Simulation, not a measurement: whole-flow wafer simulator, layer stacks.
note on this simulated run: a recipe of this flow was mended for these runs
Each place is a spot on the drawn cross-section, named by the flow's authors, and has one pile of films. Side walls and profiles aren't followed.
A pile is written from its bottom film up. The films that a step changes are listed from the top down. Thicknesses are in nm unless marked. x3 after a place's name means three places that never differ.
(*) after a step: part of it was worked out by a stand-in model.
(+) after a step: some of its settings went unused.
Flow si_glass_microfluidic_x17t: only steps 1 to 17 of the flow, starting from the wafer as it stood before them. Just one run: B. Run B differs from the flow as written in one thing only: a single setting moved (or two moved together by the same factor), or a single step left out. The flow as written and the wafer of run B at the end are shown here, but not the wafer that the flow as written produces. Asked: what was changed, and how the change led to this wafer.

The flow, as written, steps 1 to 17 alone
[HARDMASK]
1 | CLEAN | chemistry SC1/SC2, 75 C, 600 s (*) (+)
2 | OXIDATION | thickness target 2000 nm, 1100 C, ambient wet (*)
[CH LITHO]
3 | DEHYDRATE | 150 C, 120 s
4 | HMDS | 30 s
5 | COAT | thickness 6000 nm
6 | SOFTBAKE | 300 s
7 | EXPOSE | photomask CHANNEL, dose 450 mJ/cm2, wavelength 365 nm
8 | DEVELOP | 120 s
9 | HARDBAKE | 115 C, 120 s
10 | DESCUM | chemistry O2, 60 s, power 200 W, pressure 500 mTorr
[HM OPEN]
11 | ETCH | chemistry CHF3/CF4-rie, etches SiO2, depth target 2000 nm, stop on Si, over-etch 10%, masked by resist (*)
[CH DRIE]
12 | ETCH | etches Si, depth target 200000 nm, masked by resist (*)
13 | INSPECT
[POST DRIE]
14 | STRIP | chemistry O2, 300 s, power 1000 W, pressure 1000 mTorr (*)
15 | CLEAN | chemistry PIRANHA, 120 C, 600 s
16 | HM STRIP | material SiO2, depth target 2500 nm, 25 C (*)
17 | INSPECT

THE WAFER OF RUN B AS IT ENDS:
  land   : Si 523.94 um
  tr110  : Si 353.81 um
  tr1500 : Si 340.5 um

The reason: step 2, OXIDATION: thickness target 2400 nm was run, while the flow as written has thickness target 2000 nm.

How this came from the change, step by step:
  2 | OXIDATION | thickness target 2000 nm, 1100 C, ambient wet (*)
      land, tr110, tr1500, tr15: +2400 SiO2 (new film), -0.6 chemical SiO2 (all of it), -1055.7 Si (in the flow as written it would be: +2000 SiO2 (new film), -0.6 chemical SiO2 (all of it), -879.7 Si)
  11 | ETCH | chemistry CHF3/CF4-rie, etches SiO2, depth target 2000 nm, stop on Si, over-etch 10%, masked by resist (*)
      tr110, tr1500, tr15: -2200 SiO2 (in the flow as written it would be: -2000 SiO2 (all of it), -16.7 Si)
  12 | ETCH | etches Si, depth target 200000 nm, masked by resist (*)
      tr110: -200 SiO2 (all of it), -170.12 um Si (in the flow as written it would be: -200.12 um Si)
      tr1500: -200 SiO2 (all of it), -183.44 um Si (in the flow as written it would be: -215.73 um Si)
      (as well as at 1 more place)
  16 | HM STRIP | material SiO2, depth target 2500 nm, 25 C (*)
      land: -2400 SiO2 (all of it) (in the flow as written it would be: -2000 SiO2 (all of it))
